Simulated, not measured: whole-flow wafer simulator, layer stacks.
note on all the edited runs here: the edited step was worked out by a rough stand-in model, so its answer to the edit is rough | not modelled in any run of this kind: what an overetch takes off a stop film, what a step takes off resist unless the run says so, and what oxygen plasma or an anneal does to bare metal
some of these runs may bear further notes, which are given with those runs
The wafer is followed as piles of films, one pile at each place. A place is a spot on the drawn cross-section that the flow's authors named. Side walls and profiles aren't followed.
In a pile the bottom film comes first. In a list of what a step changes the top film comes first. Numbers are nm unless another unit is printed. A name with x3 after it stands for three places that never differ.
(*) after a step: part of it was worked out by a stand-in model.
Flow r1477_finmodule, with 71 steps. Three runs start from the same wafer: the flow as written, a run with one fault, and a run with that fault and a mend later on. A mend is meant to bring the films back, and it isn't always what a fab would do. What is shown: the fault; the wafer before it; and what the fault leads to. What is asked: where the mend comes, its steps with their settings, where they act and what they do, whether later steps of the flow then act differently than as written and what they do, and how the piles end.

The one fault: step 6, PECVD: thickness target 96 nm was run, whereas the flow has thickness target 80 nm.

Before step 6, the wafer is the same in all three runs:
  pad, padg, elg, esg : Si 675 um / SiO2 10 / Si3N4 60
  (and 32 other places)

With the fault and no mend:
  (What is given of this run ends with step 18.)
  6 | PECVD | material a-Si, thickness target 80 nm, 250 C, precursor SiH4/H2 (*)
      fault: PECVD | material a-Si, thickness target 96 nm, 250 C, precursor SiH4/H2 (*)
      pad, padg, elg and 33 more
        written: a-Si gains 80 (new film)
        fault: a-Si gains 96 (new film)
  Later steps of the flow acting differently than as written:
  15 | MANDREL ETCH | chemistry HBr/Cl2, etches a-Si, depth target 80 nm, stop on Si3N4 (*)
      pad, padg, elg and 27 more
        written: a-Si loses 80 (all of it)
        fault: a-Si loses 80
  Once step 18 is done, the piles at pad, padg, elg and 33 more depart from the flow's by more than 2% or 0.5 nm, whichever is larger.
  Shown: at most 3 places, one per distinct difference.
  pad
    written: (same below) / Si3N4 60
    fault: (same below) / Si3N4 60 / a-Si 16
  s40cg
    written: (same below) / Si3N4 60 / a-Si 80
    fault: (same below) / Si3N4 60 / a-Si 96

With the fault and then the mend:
  The mend follows step 7.
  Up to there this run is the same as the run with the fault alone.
  7a | ETCH | chemistry tmah, depth target 16 nm
      pad, padg, elg and 33 more
        a-Si loses 16
  Every later step of the flow that is run acts as written at every place that is followed.
  By the end, the piles equal the flow's at every place that both follow.
